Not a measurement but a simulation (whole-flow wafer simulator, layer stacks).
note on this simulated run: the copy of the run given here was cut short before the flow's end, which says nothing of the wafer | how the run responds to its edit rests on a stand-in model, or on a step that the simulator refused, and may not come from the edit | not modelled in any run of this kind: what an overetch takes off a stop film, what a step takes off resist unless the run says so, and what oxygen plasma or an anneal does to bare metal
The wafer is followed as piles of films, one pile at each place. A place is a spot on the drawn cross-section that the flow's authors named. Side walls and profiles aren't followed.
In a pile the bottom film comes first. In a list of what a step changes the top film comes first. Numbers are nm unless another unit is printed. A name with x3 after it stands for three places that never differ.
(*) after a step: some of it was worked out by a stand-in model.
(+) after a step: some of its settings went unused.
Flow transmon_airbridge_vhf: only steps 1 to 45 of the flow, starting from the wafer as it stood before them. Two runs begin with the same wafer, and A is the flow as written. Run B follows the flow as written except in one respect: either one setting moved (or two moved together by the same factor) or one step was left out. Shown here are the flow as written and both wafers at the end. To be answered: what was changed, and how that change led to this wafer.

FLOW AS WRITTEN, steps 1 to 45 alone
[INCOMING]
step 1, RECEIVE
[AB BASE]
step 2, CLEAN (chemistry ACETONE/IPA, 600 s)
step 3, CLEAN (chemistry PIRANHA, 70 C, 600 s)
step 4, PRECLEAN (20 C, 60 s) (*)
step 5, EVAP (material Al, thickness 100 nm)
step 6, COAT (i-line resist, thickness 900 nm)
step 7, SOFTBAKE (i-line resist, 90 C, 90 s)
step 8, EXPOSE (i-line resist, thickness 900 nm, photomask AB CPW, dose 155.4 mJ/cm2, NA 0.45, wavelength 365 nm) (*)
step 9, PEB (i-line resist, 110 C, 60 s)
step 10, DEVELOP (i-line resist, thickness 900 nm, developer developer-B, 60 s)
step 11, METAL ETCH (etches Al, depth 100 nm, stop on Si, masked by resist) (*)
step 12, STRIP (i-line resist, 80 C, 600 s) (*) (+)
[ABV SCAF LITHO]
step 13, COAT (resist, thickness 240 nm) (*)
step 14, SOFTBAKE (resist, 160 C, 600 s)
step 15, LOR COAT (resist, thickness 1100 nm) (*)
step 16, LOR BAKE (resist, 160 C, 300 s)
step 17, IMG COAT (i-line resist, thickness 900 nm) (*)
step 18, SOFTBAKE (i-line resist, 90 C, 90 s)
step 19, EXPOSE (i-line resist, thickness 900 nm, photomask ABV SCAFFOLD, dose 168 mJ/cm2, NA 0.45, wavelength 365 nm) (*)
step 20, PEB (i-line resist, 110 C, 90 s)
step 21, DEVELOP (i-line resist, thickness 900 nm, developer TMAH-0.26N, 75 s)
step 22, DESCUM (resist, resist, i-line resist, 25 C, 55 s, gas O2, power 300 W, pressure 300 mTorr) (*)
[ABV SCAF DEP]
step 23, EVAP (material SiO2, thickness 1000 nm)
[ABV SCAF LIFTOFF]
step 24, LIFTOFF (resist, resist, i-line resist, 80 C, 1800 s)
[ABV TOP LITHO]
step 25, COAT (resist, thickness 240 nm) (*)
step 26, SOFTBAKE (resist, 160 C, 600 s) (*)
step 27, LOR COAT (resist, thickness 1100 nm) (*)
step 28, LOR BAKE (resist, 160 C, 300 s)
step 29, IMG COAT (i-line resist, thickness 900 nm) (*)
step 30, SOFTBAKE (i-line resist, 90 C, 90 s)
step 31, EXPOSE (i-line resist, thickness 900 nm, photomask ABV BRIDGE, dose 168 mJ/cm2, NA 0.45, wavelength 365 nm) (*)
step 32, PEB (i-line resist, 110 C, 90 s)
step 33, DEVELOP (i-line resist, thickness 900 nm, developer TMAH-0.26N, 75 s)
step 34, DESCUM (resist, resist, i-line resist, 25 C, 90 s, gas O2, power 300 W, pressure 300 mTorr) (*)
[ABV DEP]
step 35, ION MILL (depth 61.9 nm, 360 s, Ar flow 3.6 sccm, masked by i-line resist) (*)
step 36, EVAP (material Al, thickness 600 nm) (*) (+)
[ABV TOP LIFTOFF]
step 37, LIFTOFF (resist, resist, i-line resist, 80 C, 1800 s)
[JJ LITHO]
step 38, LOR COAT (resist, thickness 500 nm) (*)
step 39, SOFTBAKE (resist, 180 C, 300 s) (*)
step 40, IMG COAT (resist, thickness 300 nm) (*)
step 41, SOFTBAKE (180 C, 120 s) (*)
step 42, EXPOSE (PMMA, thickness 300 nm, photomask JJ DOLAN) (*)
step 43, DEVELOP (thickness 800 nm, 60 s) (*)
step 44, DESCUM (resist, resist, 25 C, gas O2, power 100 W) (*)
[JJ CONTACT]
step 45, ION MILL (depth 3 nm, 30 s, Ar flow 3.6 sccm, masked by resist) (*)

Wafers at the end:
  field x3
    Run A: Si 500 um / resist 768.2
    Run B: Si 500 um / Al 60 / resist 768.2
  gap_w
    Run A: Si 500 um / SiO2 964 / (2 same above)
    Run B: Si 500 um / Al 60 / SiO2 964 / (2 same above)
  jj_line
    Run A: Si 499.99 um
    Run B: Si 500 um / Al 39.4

What caused this: step 5, EVAP: thickness 160 nm was run, whereas the flow has thickness 100 nm.

Step by step, how the change led to this:
  step 5, EVAP (material Al, thickness 100 nm)
      field x3, jj_line, ground_far and 12 more: A +100 Al (new film) | B +160 Al (new film)
  step 11, METAL ETCH (etches Al, depth 100 nm, stop on Si, masked by resist) (*)
      field x3, jj_line, gap_w, gap_e: A -100 Al (all of it) | B -100 Al
  step 45, ION MILL (depth 3 nm, 30 s, Ar flow 3.6 sccm, masked by resist) (*)
      jj_line: A -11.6 Si | B -20.6 Al
If metal films that touch count as one body, field x3 has 1 body; the flow as written gives 0 bodies.
If metal films that touch count as one body, gap_w has 2 bodies (between them, from the top down: SiO2 964); the flow as written gives 1 body.
If metal films that touch count as one body, jj_line has 1 body; the flow as written gives 0 bodies.
